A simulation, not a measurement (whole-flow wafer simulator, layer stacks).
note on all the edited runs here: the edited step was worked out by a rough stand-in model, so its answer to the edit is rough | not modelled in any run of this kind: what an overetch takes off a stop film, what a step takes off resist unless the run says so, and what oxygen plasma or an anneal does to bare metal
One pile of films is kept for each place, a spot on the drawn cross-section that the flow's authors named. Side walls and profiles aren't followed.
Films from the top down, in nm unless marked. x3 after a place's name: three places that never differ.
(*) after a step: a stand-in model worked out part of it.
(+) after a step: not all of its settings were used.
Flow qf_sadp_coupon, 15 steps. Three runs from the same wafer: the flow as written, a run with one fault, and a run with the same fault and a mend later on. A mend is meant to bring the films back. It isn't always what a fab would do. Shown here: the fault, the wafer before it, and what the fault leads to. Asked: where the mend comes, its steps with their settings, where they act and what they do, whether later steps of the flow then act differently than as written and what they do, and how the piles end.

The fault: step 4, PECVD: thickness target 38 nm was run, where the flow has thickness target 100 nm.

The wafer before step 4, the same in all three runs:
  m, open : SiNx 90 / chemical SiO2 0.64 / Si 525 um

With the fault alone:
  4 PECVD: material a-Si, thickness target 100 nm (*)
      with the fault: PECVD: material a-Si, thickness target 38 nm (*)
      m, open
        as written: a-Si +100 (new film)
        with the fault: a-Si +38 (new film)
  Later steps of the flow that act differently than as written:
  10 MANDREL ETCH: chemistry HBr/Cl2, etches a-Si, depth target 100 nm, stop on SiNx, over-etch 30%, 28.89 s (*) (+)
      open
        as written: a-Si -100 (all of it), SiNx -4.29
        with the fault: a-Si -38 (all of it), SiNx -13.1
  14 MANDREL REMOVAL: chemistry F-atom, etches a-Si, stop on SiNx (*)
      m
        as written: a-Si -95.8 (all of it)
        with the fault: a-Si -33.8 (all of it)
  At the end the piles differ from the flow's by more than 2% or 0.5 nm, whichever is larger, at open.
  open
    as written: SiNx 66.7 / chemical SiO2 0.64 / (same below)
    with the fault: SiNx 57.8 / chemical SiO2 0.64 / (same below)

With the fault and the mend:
  The mend comes after step 4.
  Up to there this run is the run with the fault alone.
  4a ETCH: chemistry tmah, depth target 43.7 nm
      m, open
        a-Si -38 (all of it)
  4b PECVD: material a-Si, thickness target 100 nm (*) (the flow's step 4 once more)
      m, open
        a-Si +100 (new film)
  No later step of the flow acts differently than as written at any place that is followed.
  At the end the piles are the same as the flow's at every place that both follow.
